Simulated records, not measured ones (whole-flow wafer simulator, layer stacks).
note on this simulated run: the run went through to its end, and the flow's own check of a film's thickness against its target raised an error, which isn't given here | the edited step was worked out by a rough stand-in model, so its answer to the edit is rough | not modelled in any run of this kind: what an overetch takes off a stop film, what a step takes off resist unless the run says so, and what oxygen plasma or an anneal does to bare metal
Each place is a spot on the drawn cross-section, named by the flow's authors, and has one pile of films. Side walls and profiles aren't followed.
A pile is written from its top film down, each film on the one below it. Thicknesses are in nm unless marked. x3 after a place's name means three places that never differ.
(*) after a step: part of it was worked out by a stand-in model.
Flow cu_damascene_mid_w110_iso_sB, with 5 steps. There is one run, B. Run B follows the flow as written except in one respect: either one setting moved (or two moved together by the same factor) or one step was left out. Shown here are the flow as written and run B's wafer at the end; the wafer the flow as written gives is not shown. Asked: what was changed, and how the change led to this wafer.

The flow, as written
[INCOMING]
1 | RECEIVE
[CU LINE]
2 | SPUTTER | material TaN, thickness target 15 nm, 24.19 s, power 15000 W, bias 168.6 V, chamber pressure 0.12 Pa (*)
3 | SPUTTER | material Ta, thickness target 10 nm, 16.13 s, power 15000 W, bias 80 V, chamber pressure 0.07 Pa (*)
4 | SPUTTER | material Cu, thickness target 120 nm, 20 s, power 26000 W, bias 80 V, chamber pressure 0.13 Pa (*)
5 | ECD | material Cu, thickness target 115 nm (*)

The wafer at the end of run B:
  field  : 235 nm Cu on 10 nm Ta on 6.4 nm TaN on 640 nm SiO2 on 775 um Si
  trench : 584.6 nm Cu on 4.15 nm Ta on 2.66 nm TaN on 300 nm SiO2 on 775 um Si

What caused this: step 2, SPUTTER: thickness target 6.4 nm was run, though the flow has thickness target 15 nm; step 2, SPUTTER: 10.28 s was run, where the flow has 24.19 s.
The wafer itself shows it: field has TaN 6.4, and step 2 as written asks for 15 nm.

The path from the change to this, step by step:
  2 | SPUTTER | material TaN, thickness target 15 nm, 24.19 s, power 15000 W, bias 168.6 V, chamber pressure 0.12 Pa (*)
      field: TaN gains 6.4 (new film) (as written it would have been: TaN gains 15 (new film))
      trench: TaN gains 2.66 (new film) (as written it would have been: TaN gains 6.23 (new film))
  4 | SPUTTER | material Cu, thickness target 120 nm, 20 s, power 26000 W, bias 80 V, chamber pressure 0.13 Pa (*)
      trench: Cu gains 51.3 (new film) (as written it would have been: Cu gains 49.9 (new film))
